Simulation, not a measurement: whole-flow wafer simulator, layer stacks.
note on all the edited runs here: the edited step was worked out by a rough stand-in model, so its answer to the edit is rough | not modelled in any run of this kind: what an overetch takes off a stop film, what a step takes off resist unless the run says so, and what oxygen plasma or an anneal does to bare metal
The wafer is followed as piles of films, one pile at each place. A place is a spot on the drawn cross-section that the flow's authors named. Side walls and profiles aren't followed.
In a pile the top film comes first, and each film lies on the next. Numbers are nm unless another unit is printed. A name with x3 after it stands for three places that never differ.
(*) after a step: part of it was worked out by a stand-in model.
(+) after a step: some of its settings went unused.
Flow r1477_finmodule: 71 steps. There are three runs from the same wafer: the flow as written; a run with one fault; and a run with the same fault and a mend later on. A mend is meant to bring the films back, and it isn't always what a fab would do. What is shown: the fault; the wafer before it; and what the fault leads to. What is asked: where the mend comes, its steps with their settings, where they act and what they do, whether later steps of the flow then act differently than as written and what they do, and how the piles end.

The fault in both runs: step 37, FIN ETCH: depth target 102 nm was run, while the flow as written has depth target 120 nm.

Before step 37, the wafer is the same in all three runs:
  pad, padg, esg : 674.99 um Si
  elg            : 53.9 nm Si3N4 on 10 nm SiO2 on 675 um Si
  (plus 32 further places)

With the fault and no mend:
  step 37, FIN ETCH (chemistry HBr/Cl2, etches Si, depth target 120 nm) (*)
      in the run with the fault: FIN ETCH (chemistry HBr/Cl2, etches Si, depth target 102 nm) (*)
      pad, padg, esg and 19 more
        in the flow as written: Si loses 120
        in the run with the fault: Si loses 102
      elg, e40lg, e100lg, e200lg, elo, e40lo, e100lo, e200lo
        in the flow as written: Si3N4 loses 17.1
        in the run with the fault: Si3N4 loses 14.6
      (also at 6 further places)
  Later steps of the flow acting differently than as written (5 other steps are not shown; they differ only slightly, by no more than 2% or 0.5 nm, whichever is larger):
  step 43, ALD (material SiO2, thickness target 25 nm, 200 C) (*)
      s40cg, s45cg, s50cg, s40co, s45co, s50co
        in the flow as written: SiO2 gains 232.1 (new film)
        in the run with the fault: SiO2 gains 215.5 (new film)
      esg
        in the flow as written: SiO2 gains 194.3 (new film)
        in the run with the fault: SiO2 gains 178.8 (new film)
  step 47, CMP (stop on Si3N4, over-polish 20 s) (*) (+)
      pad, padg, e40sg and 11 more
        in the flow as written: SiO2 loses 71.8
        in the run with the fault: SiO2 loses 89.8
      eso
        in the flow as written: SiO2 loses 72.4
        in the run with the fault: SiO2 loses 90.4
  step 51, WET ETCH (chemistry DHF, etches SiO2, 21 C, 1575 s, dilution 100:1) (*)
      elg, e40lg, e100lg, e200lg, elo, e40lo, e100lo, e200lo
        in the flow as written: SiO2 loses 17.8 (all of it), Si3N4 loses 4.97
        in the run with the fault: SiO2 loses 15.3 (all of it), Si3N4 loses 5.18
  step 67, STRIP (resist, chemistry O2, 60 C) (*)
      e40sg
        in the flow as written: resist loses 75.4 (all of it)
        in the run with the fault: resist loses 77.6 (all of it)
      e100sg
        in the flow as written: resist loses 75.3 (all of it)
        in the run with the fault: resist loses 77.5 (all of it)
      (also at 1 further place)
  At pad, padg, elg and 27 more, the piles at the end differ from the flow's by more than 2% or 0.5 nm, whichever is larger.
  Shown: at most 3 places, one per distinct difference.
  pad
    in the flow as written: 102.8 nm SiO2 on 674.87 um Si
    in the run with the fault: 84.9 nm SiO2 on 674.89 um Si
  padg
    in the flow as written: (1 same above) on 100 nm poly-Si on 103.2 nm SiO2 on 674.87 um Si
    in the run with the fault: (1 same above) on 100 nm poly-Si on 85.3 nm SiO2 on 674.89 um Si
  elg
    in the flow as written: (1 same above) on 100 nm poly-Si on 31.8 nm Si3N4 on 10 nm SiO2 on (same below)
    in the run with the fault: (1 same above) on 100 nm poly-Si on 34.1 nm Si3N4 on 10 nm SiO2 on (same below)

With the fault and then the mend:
  After step 38 comes the mend.
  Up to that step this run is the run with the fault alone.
  step 38a, FIN ETCH (chemistry HBr/Cl2, etches Si, depth target 18 nm) (*) (a further turn of the flow's step 37, with different settings)
      pad, padg, esg and 19 more
        Si loses 18
      elg, e40lg, e100lg, e200lg, elo, e40lo, e100lo, e200lo
        Si3N4 loses 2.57
      s40sg_line, s45sg_line, s50sg_line, s40so_line, s45so_line, s50so_line
        SiO2 loses 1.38
  None of the later steps of the flow acts differently than as written at any place that is followed.
  By the end, the piles equal the flow's at every place that both follow.
